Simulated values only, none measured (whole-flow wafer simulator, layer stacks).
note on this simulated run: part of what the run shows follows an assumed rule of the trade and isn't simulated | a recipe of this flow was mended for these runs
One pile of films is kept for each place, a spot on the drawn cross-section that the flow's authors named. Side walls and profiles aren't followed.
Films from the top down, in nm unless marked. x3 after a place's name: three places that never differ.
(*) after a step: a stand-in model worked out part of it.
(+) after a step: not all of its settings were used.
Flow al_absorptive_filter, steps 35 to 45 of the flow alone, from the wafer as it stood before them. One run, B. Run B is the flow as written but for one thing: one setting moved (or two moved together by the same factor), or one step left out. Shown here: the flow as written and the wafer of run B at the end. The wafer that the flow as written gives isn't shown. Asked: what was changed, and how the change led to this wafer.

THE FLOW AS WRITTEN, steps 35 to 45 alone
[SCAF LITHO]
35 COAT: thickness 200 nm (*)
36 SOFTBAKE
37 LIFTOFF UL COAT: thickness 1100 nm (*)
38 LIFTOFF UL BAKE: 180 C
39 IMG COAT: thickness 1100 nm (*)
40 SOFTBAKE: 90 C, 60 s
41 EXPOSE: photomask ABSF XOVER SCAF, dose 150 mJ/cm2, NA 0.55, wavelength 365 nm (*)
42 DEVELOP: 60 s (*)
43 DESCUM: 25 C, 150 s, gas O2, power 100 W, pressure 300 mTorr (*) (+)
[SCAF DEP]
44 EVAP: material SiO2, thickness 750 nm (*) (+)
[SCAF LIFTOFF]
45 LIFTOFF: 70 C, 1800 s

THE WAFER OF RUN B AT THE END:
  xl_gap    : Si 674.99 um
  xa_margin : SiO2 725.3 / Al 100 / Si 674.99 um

The cause: step 43, DESCUM: 99 s was run, where the flow has 150 s.

How the change led to this, step by step:
  43 DESCUM: 25 C, 150 s, gas O2, power 100 W, pressure 300 mTorr (*) (+)
      xl_gap: acrylic-e-beam-resist -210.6 (as written it would be: acrylic-e-beam-resist -265.9 (all of it))
      gnd x3, pad_far, pad_near, ledge, res, idc_field, idc_line, idc_space: i-line-resist -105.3 (as written it would be: i-line-resist -159.6)
  45 LIFTOFF: 70 C, 1800 s
      xl_gap: SiO2 -750 (all of it), acrylic-e-beam-resist -55.3 (all of it) (as written it would be: nothing)
      gnd x3, idc_field: SiO2 -750 (all of it), i-line-resist -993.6 (all of it), lift-off-underlayer -1100 (all of it), acrylic-e-beam-resist -200 (all of it) (as written it would be: SiO2 -750 (all of it), i-line-resist -939.4 (all of it), lift-off-underlayer -1100 (all of it), acrylic-e-beam-resist -200 (all of it))
      (and at 6 more places)
